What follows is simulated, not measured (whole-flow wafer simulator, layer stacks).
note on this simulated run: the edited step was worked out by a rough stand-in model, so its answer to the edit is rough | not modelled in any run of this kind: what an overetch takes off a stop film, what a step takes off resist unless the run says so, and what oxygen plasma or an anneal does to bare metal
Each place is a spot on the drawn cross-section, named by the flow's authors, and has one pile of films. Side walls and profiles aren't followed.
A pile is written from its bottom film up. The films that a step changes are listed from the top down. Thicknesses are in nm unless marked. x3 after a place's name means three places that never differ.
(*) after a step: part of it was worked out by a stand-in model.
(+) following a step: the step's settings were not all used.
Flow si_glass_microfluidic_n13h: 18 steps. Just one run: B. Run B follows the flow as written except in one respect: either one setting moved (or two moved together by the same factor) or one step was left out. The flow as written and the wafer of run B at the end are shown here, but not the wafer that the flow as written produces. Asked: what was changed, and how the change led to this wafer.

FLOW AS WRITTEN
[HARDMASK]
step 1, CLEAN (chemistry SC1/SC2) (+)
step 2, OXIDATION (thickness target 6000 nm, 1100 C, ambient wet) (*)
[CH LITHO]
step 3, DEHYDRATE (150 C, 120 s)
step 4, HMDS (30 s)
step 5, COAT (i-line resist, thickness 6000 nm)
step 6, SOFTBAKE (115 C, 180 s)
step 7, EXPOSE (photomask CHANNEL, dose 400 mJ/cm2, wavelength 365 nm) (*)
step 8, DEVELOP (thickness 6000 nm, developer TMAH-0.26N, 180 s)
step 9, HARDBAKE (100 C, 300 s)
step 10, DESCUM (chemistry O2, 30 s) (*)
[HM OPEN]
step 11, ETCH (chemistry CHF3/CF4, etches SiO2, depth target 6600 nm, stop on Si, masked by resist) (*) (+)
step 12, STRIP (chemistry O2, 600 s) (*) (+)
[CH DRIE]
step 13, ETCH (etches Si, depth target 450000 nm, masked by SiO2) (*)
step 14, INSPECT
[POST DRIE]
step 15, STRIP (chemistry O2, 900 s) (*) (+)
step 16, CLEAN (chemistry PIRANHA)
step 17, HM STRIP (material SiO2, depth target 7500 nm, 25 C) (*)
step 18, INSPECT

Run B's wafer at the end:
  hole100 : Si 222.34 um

The reason: step 13, ETCH: depth target 315000 nm was run, while the flow as written has depth target 450000 nm.

Step by step, how the change led to this:
  step 13, ETCH (etches Si, depth target 450000 nm, masked by SiO2) (*)
      land: -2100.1 SiO2 (as written it would have been: -3004.3 SiO2)
      hole100: -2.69 chemical SiO2 (all of it), -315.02 um Si (as written it would have been: -2.69 chemical SiO2 (all of it), -450.64 um Si)
  step 17, HM STRIP (material SiO2, depth target 7500 nm, 25 C) (*)
      land: -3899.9 SiO2 (all of it) (as written it would have been: -2995.7 SiO2 (all of it))
